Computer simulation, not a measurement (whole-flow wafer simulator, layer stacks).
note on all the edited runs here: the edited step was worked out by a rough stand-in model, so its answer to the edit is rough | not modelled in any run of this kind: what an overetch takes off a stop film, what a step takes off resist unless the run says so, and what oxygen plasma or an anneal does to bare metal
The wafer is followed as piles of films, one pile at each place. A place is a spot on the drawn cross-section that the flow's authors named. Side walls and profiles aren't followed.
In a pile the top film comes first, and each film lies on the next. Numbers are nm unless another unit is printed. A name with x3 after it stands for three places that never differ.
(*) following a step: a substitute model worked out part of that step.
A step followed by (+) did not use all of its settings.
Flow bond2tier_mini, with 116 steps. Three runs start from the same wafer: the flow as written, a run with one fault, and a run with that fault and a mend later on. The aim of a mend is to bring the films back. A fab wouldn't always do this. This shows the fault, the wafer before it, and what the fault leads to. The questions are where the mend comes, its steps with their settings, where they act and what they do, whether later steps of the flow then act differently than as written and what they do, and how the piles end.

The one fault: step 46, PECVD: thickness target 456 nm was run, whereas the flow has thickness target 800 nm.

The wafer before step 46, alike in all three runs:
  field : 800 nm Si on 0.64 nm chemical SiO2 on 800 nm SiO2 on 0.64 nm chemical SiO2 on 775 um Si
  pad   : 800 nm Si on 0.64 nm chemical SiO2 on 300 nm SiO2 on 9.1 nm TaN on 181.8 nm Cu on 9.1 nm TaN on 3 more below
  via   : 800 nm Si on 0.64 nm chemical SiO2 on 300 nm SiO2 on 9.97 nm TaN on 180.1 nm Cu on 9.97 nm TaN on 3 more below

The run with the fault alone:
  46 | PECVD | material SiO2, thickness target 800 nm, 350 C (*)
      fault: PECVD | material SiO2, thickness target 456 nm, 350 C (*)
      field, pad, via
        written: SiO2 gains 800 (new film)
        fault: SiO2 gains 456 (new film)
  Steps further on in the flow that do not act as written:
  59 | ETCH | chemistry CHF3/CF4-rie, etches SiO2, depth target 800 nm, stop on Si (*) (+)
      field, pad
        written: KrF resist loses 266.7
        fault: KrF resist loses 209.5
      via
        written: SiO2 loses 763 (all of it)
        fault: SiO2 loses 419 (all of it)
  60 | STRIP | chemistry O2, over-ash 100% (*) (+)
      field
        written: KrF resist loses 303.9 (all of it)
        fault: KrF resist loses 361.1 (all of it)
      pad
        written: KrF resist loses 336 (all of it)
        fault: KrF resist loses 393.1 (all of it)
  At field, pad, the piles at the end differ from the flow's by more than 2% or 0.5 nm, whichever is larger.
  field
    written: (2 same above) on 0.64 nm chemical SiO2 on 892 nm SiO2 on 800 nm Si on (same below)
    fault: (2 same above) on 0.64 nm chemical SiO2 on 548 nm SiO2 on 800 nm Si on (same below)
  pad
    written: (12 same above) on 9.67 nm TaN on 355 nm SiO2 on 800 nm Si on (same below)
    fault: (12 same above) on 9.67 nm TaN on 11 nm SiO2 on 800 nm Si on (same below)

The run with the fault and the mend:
  After step 46 comes the mend.
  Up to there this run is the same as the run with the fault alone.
  46a | PECVD | material SiO2, thickness target 344 nm, 350 C (*) (the flow's step 46 again, with other settings)
      field, pad, via
        SiO2 gains 344
  None of the later steps of the flow acts differently than as written at any place that is followed.
  At every place that both follow, the piles at the end match the flow's.
